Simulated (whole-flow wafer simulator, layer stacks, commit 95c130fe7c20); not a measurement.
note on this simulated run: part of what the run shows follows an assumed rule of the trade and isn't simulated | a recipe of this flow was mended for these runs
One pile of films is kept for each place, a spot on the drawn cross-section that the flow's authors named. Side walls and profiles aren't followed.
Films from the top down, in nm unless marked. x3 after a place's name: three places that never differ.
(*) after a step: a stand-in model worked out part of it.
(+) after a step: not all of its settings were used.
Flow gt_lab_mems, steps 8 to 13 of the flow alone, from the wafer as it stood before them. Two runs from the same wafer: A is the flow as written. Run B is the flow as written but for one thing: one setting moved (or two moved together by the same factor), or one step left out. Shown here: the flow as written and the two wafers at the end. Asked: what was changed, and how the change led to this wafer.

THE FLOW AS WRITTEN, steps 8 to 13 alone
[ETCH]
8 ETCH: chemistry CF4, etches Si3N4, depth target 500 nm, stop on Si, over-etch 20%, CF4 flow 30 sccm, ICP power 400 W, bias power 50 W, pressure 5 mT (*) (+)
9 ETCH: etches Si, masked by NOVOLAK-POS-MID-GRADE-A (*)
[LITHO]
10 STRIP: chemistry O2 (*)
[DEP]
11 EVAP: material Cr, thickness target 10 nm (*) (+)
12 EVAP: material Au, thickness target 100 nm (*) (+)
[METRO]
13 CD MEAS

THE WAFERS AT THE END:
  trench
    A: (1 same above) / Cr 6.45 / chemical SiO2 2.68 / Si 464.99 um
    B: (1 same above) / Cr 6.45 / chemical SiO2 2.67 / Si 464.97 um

The cause: step 8, ETCH: depth target 536 nm was run, where the flow has depth target 500 nm.

How the change led to this, step by step:
  8 ETCH: chemistry CF4, etches Si3N4, depth target 500 nm, stop on Si, over-etch 20%, CF4 flow 30 sccm, ICP power 400 W, bias power 50 W, pressure 5 mT (*) (+)
      field: A g/i-line-resist -400 | B g/i-line-resist -428.8
      trench: A Si3N4 -500 (all of it), chemical SiO2 -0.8 (all of it), Si -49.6 | B Si3N4 -500 (all of it), chemical SiO2 -0.8 (all of it), Si -71.2
  10 STRIP: chemistry O2 (*)
      field: A g/i-line-resist -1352 (all of it) | B g/i-line-resist -1323.2 (all of it)
